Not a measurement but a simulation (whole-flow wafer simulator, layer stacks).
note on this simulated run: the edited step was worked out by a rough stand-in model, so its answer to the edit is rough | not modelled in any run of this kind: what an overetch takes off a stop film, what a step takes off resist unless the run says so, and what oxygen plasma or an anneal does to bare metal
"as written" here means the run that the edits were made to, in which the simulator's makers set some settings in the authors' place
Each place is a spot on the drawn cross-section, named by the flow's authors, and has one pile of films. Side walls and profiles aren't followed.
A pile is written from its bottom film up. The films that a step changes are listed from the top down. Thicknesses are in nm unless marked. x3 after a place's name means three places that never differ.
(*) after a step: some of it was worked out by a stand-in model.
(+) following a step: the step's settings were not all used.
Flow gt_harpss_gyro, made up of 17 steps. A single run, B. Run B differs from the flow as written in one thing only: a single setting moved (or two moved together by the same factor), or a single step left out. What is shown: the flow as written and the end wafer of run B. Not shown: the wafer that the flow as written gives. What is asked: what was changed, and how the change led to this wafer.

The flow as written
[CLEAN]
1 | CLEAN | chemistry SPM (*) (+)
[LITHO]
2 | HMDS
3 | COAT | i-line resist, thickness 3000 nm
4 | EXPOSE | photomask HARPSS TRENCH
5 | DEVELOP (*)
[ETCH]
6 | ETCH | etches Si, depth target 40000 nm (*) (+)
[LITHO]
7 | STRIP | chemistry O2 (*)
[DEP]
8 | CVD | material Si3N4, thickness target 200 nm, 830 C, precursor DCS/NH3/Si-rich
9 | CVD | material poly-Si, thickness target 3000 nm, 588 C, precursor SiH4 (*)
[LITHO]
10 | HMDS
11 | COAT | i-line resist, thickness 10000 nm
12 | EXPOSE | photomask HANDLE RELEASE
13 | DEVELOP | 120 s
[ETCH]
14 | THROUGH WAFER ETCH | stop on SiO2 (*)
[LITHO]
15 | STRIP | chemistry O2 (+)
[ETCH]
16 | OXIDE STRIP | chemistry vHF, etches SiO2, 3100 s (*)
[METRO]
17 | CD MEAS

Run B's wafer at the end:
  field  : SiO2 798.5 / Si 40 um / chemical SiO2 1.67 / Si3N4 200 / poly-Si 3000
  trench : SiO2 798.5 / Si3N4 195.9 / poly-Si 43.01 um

Cause: step 16, OXIDE STRIP: 1550 s was run, while the flow as written has 3100 s.

The path from the change to this, step by step:
  16 | OXIDE STRIP | chemistry vHF, etches SiO2, 3100 s (*)
      field: under 4 films: SiO2 loses 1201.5 (as written it would have been: under 4 films: SiO2 loses 2000 (all of it))
      trench: under 2 films: SiO2 loses 1201.5 (as written it would have been: under 2 films: SiO2 loses 2000 (all of it))
